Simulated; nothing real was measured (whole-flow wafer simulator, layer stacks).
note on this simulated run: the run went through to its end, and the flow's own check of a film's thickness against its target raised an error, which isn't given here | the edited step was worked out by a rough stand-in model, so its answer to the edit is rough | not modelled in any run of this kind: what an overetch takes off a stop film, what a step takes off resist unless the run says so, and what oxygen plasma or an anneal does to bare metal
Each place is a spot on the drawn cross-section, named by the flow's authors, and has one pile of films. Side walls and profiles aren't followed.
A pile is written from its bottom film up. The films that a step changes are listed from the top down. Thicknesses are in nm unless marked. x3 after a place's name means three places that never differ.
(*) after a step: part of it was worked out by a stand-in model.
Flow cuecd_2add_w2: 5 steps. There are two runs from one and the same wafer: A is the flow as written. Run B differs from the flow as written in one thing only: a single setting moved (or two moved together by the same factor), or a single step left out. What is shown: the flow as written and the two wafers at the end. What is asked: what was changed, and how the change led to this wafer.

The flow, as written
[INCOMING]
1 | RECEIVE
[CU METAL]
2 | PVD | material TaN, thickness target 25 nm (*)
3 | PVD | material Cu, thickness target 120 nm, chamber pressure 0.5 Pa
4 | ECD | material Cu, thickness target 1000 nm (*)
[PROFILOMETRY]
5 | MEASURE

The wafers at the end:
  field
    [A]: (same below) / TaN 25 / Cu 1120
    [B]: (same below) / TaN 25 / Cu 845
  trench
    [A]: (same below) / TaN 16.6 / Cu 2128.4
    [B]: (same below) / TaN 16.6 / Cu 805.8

The reason: step 4, ECD: thickness target 725 nm was run, whereas the flow has thickness target 1000 nm.

Step by step, how the change led to this:
  4 | ECD | material Cu, thickness target 1000 nm (*)
      field: A +1000 Cu | B +725 Cu
      trench: A +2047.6 Cu | B +725 Cu
